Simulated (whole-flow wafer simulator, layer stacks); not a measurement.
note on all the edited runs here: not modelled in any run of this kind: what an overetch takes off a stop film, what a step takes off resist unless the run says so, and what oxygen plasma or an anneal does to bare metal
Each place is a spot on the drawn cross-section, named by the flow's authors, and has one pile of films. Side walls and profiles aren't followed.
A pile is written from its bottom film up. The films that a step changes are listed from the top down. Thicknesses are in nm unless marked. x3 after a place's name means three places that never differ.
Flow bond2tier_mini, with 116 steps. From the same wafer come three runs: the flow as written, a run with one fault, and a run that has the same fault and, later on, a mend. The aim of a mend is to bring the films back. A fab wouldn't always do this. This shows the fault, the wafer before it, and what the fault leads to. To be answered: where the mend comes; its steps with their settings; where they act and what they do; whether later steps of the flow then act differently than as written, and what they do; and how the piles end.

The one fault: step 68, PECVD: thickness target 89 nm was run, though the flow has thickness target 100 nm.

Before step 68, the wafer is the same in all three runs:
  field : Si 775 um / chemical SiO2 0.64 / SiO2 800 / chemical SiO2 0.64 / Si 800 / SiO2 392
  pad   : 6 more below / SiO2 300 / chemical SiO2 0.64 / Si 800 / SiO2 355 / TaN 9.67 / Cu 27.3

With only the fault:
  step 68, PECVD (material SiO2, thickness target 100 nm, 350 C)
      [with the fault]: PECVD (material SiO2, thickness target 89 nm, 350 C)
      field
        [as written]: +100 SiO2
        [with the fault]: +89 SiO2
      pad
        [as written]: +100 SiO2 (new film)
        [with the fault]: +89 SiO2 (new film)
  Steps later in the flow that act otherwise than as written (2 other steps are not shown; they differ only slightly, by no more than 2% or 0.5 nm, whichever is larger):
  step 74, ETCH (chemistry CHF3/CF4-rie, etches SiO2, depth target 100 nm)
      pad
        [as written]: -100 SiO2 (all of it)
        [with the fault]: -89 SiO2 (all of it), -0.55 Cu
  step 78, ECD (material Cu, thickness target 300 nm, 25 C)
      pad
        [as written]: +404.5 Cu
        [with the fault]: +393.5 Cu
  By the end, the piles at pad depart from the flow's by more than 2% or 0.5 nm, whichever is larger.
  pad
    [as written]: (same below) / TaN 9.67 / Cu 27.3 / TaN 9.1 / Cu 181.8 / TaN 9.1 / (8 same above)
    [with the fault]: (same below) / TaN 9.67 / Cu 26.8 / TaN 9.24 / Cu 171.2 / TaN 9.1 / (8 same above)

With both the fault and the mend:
  After step 68 comes the mend.
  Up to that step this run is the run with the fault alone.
  step 68a, PECVD (material SiO2, thickness target 11 nm, 350 C) (the flow's step 68 again, with other settings)
      field, pad
        +11 SiO2
  Later steps of the flow that are run all act as written at every place that is followed.
  The piles end the same as the flow's at every place that both follow.
